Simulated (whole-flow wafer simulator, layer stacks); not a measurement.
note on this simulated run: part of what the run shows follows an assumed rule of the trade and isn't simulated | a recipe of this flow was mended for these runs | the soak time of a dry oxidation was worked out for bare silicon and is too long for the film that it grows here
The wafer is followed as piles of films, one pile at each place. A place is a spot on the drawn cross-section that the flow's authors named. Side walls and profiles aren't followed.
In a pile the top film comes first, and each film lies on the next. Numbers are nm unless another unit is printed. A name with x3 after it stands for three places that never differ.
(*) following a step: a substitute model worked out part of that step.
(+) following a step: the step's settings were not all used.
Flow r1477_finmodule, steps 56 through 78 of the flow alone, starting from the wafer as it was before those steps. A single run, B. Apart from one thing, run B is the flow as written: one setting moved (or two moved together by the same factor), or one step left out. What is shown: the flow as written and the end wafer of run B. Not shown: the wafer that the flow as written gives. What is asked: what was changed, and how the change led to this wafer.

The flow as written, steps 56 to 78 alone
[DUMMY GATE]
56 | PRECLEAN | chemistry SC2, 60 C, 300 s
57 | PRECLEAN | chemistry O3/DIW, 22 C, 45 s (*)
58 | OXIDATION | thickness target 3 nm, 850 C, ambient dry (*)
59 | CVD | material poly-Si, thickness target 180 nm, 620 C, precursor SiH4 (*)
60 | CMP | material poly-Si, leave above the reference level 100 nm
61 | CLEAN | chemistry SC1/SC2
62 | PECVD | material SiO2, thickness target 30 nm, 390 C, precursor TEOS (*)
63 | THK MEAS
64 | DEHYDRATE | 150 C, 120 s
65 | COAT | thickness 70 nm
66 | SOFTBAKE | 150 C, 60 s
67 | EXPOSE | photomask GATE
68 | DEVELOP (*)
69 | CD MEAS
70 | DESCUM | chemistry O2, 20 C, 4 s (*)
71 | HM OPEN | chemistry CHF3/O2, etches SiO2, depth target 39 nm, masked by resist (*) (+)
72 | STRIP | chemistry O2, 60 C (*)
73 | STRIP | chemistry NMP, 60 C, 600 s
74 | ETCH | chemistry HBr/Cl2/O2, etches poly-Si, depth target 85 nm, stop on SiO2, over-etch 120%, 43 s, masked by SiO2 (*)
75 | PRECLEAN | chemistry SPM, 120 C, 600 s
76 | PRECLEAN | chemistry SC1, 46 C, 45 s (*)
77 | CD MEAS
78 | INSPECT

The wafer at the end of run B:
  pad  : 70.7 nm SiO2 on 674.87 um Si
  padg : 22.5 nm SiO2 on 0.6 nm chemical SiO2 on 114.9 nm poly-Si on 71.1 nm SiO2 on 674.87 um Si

Cause: step 59, CVD: thickness target 115.2 nm was run, though the flow has thickness target 180 nm.

Step by step, how the change led to this:
  59 | CVD | material poly-Si, thickness target 180 nm, 620 C, precursor SiH4 (*)
      esg x6, s40cg x3, eso x6, s40co x3: +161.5 poly-Si (new film) (it would be, as written: +226.3 poly-Si (new film))
      pad, padg, elg x7, elo x7: +115.2 poly-Si (new film) (it would be, as written: +180 poly-Si (new film))
      (as well as at 2 more places)
  60 | CMP | material poly-Si, leave above the reference level 100 nm
      pad, padg: nothing (it would be, as written: -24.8 poly-Si)
      elg x7, esg x6, s40cg x3, elo x7, eso x6, s40co x3: -15.2 poly-Si (it would be, as written: -80 poly-Si)
      (as well as at 2 more places)
  74 | ETCH | chemistry HBr/Cl2/O2, etches poly-Si, depth target 85 nm, stop on SiO2, over-etch 120%, 43 s, masked by SiO2 (*)
      pad: -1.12 chemical SiO2 (all of it), -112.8 poly-Si (all of it), -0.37 SiO2 (it would be, as written: -1.12 chemical SiO2 (all of it), -152.8 poly-Si (all of it), -0.17 SiO2)
